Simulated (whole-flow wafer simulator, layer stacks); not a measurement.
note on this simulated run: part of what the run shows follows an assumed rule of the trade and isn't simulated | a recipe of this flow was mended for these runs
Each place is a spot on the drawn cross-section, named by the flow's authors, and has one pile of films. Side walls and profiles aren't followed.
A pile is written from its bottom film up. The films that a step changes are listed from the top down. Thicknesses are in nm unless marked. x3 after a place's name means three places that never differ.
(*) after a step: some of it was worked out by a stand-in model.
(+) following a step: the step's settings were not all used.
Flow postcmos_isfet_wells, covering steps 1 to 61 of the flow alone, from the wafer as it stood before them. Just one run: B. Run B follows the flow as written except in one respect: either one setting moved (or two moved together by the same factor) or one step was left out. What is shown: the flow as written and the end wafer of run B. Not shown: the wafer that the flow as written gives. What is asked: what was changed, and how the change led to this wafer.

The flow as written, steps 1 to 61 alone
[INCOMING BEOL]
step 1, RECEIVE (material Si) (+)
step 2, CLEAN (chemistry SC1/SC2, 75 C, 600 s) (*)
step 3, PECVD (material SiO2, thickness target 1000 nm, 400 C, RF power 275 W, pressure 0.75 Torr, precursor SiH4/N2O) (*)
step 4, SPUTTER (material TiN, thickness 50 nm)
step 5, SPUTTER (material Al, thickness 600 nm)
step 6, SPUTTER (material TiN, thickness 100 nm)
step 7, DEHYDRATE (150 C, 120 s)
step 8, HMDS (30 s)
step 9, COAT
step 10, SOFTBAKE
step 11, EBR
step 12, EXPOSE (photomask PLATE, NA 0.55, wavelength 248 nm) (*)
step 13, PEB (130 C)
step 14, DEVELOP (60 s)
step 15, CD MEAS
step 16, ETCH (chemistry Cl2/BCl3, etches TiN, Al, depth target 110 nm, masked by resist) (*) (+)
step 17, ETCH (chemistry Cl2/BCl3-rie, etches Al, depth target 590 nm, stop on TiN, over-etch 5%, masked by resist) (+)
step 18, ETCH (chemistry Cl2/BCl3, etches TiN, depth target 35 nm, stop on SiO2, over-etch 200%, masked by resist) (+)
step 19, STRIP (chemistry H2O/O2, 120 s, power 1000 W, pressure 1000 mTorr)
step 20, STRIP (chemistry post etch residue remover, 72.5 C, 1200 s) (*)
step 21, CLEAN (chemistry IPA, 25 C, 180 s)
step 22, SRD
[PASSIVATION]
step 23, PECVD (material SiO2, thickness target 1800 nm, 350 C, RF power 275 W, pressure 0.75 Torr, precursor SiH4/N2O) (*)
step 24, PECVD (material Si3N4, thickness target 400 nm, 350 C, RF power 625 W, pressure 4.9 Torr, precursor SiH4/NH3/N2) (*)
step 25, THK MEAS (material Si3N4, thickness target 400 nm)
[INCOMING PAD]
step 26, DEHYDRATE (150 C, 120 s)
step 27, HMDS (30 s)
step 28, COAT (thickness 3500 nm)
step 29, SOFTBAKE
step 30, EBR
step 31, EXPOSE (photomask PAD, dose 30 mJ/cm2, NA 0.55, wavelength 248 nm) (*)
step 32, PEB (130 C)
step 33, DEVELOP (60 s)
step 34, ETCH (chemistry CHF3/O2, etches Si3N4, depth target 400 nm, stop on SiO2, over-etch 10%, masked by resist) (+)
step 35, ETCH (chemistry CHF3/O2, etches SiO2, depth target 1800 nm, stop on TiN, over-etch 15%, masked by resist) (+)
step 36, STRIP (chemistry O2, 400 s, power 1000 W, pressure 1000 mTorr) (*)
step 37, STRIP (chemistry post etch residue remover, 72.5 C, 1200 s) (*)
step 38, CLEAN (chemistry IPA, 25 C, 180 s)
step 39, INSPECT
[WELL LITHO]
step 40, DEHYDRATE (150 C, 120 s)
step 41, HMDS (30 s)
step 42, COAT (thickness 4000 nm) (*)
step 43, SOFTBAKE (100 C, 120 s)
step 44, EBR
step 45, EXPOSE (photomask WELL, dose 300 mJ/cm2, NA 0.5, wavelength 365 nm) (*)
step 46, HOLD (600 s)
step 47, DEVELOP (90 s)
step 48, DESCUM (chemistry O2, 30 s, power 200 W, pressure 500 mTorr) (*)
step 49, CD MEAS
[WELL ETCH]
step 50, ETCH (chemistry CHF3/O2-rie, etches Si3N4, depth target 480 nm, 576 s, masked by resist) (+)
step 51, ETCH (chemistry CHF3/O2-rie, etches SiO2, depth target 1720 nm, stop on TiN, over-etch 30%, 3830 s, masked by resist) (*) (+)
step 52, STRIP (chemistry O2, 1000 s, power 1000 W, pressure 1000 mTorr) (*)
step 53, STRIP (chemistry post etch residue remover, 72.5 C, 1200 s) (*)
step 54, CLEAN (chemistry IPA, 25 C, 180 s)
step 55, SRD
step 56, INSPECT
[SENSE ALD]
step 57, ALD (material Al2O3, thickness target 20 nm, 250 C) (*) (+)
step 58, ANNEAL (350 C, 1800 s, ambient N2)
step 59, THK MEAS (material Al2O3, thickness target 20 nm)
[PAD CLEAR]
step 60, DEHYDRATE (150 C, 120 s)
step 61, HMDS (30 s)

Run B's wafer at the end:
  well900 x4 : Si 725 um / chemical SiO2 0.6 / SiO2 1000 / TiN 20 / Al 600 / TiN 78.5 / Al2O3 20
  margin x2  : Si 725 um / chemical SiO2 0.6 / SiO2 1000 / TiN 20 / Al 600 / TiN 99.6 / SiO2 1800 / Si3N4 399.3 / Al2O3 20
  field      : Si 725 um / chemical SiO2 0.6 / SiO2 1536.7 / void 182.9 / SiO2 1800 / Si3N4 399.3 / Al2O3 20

Cause: step 4, SPUTTER: thickness 20 nm was run, while the flow as written has thickness 50 nm.
The wafer itself shows it: well900 x4 has TiN 20, and step 4 as written asks for 50 nm.

How this came from the change, step by step:
  step 4, SPUTTER (material TiN, thickness 50 nm)
      field, margin x2, well900 x4, pad_clr, pad_open: TiN gains 20 (new film) (it would be, as written: TiN gains 50 (new film))
  step 18, ETCH (chemistry Cl2/BCl3, etches TiN, depth target 35 nm, stop on SiO2, over-etch 200%, masked by resist) (+)
      margin x2, well900 x4, pad_clr, pad_open: thick-KrF-resist loses 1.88 (it would be, as written: thick-KrF-resist loses 37.9)
      field: TiN loses 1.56 (all of it), SiO2 loses 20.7 (it would be, as written: TiN loses 31.6 (all of it), SiO2 loses 14.7)
  step 19, STRIP (chemistry H2O/O2, 120 s, power 1000 W, pressure 1000 mTorr)
      margin x2, well900 x4, pad_clr, pad_open: thick-KrF-resist loses 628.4 (all of it) (it would be, as written: thick-KrF-resist loses 592.4 (all of it))
  step 23, PECVD (material SiO2, thickness target 1800 nm, 350 C, RF power 275 W, pressure 0.75 Torr, precursor SiH4/N2O) (*)
      field: SiO2 gains 1800 (new film), void gains 182.9 (new film), SiO2 gains 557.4 (it would be, as written: SiO2 gains 1800 (new film), void gains 201.1 (new film), SiO2 gains 563.2)
